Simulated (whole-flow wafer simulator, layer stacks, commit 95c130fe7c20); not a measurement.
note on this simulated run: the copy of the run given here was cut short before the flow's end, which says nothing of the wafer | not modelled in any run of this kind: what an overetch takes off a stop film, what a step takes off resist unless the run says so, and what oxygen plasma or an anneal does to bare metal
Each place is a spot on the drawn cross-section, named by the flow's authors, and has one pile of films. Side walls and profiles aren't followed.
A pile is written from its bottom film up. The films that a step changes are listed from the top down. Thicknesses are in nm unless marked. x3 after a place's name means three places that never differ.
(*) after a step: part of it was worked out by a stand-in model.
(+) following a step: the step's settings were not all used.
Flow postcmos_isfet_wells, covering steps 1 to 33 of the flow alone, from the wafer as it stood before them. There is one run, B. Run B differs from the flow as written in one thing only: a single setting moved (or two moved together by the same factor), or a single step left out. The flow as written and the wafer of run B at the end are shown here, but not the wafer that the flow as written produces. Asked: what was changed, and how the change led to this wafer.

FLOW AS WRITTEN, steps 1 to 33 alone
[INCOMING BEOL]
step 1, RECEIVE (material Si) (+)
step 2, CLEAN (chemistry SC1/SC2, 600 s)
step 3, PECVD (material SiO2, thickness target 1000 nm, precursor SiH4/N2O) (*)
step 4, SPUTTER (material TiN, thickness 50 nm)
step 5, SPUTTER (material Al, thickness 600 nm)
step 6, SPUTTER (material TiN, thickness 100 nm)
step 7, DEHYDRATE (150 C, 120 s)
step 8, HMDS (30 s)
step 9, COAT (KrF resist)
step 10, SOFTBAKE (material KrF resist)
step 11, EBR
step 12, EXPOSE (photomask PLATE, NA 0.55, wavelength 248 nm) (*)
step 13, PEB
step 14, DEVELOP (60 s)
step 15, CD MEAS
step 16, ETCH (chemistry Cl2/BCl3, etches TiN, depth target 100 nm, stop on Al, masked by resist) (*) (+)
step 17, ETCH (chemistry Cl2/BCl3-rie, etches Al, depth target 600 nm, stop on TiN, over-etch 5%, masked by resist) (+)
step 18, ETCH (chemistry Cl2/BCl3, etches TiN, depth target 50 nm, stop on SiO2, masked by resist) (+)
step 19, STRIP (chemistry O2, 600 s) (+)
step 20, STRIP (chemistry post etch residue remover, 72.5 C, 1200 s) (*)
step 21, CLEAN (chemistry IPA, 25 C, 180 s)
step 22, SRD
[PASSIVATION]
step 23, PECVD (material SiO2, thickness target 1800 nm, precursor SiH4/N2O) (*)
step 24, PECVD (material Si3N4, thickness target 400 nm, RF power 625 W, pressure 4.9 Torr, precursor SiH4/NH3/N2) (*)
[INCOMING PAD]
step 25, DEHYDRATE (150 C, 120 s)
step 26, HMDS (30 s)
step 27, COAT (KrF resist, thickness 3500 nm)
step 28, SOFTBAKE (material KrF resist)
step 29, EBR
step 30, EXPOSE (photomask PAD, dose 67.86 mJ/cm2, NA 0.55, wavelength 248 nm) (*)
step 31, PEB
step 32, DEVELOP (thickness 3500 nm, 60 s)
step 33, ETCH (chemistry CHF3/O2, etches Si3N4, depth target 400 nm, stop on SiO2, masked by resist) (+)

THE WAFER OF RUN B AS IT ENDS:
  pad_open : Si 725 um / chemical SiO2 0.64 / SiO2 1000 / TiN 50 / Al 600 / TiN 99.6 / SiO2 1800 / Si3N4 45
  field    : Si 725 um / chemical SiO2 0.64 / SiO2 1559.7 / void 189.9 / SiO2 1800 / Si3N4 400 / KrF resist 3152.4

The reason: step 33, ETCH: depth target 355 nm was run, though the flow has depth target 400 nm.

How this came from the change, step by step:
  step 33, ETCH (chemistry CHF3/O2, etches Si3N4, depth target 400 nm, stop on SiO2, masked by resist) (+)
      pad_open: -355 Si3N4 (as written it would have been: -400 Si3N4 (all of it))
      field, margin x7: -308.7 KrF resist (as written it would have been: -347.8 KrF resist)
